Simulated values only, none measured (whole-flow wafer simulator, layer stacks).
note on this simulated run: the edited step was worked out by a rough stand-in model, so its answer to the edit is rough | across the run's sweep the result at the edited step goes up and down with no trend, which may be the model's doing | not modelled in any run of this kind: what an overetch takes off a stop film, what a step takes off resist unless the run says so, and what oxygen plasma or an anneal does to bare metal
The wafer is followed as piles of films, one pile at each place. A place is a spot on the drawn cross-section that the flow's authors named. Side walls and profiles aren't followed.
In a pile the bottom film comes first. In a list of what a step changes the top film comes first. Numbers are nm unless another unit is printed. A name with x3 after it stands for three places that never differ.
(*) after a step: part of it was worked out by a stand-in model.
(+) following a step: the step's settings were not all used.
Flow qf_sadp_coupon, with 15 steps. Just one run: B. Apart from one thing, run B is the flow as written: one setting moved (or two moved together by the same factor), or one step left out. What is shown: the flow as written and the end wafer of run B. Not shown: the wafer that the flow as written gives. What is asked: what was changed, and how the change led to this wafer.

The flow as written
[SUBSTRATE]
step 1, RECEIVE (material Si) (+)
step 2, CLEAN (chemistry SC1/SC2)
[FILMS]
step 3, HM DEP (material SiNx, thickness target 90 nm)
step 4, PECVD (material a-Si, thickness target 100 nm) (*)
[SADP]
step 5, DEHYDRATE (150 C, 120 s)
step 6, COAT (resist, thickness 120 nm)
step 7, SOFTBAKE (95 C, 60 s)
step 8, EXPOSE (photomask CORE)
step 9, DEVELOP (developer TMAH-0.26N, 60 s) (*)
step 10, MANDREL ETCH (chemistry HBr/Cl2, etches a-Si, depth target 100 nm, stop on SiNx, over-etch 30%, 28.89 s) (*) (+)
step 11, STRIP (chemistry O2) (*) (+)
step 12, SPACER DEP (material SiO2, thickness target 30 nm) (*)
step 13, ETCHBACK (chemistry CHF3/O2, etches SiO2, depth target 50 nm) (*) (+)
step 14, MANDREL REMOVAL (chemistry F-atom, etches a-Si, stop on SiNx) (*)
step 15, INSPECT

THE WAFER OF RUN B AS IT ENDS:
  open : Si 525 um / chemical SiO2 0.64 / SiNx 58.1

What caused this: step 12, SPACER DEP: thickness target 21 nm was run, whereas the flow has thickness target 30 nm.

The path from the change to this, step by step:
  step 12, SPACER DEP (material SiO2, thickness target 30 nm) (*)
      m, open: SiO2 gains 21 (new film) (in the flow as written it would be: SiO2 gains 30 (new film))
  step 13, ETCHBACK (chemistry CHF3/O2, etches SiO2, depth target 50 nm) (*) (+)
      m: SiO2 loses 21 (all of it), chemical SiO2 loses 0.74 (all of it), a-Si loses 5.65 (in the flow as written it would be: SiO2 loses 30 (all of it), chemical SiO2 loses 0.74 (all of it), a-Si loses 3.85)
      open: SiO2 loses 21 (all of it), SiNx loses 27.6 (in the flow as written it would be: SiO2 loses 30 (all of it), SiNx loses 19)
